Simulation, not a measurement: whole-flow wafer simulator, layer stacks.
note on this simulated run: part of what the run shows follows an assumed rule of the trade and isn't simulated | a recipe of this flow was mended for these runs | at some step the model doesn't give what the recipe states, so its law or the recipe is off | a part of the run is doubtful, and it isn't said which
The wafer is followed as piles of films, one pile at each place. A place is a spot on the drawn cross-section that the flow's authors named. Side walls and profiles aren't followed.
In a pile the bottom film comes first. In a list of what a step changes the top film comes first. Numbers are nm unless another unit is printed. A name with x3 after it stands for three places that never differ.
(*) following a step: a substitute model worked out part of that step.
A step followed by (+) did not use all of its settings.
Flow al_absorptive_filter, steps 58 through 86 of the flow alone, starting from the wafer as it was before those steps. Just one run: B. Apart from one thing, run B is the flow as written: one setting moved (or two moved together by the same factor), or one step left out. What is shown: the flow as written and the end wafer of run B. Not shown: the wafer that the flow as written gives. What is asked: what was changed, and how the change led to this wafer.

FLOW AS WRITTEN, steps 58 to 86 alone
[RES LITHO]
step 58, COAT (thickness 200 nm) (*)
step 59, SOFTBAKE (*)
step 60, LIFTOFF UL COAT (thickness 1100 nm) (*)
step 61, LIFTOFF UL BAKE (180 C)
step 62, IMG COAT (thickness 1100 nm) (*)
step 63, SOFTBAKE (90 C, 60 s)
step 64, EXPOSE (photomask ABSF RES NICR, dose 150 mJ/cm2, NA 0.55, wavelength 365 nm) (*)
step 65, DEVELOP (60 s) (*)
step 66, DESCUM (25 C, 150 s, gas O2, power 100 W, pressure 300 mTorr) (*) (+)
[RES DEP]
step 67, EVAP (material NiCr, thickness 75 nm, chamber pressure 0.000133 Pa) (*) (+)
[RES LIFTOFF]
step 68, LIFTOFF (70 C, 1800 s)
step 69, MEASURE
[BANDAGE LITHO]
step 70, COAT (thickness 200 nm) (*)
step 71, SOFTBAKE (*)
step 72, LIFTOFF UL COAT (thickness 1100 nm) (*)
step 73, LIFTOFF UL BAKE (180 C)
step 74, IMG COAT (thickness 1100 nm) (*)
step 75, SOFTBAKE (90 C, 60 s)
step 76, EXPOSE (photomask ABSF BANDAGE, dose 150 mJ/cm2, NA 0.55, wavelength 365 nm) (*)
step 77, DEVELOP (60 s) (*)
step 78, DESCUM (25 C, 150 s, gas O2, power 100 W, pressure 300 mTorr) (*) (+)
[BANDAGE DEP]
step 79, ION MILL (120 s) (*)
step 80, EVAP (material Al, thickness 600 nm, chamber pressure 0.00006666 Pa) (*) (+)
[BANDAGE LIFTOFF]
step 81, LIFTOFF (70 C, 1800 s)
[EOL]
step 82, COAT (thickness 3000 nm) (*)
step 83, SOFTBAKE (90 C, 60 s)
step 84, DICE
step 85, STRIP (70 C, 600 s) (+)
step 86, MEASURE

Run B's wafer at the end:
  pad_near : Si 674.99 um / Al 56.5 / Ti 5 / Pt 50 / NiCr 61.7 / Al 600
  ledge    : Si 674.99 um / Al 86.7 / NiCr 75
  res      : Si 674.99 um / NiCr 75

What caused this: step 60, LIFTOFF UL COAT: thickness 1100 nm (*), was not run.

The path from the change to this, step by step:
  step 62, IMG COAT (thickness 1100 nm) (*)
      res: i-line-resist gains 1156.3 (new film) (it would be, as written: i-line-resist gains 1116.6 (new film))
      xa_strip: i-line-resist gains 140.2 (new film) (it would be, as written: i-line-resist gains 577.9 (new film))
      (also at 2 further places)
  step 63, SOFTBAKE (90 C, 60 s)
      res: i-line-resist gains 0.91 (it would be, as written: i-line-resist gains 0.23)
      xa_margin: i-line-resist loses 1.5 (it would be, as written: i-line-resist loses 3.13)
      (also at 3 further places)
  step 65, DEVELOP (60 s) (*)
      pad_near: i-line-resist loses 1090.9 (all of it), acrylic-e-beam-resist loses 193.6 (all of it) (it would be, as written: i-line-resist loses 1104.8 (all of it), lift-off-underlayer loses 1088 (all of it))
      ledge: i-line-resist loses 1121 (all of it), acrylic-e-beam-resist loses 169.8 (all of it), Al loses 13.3 (it would be, as written: i-line-resist loses 1112.7 (all of it), lift-off-underlayer loses 1114 (all of it))
      (also at 1 further place)
  step 66, DESCUM (25 C, 150 s, gas O2, power 100 W, pressure 300 mTorr) (*) (+)
      pad_near: nothing (it would be, as written: acrylic-e-beam-resist loses 193.6 (all of it))
      ledge: nothing (it would be, as written: acrylic-e-beam-resist loses 169.8 (all of it))
      (also at 12 further places)
  step 68, LIFTOFF (70 C, 1800 s)
      xa_field, xl_land, idc_field: NiCr loses 75 (all of it), i-line-resist loses 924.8 (all of it), acrylic-e-beam-resist loses 200 (all of it) (it would be, as written: NiCr loses 75 (all of it), i-line-resist loses 960.1 (all of it), lift-off-underlayer loses 1100 (all of it), acrylic-e-beam-resist loses 200 (all of it))
      gnd: NiCr loses 75 (all of it), i-line-resist loses 924.5 (all of it), acrylic-e-beam-resist loses 200.6 (all of it) (it would be, as written: NiCr loses 75 (all of it), i-line-resist loses 959.5 (all of it), lift-off-underlayer loses 1100.9 (all of it), acrylic-e-beam-resist loses 200.6 (all of it))
      (also at 7 further places)
  step 70, COAT (thickness 200 nm) (*)
      ledge: acrylic-e-beam-resist gains 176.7 (new film) (it would be, as written: acrylic-e-beam-resist gains 167 (new film))
  step 81, LIFTOFF (70 C, 1800 s)
      ledge: Al loses 600 (all of it), i-line-resist loses 956.9 (all of it), lift-off-underlayer loses 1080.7 (all of it), acrylic-e-beam-resist loses 176.7 (all of it) (it would be, as written: Al loses 600 (all of it), i-line-resist loses 956.6 (all of it), lift-off-underlayer loses 1077.5 (all of it), acrylic-e-beam-resist loses 167 (all of it))
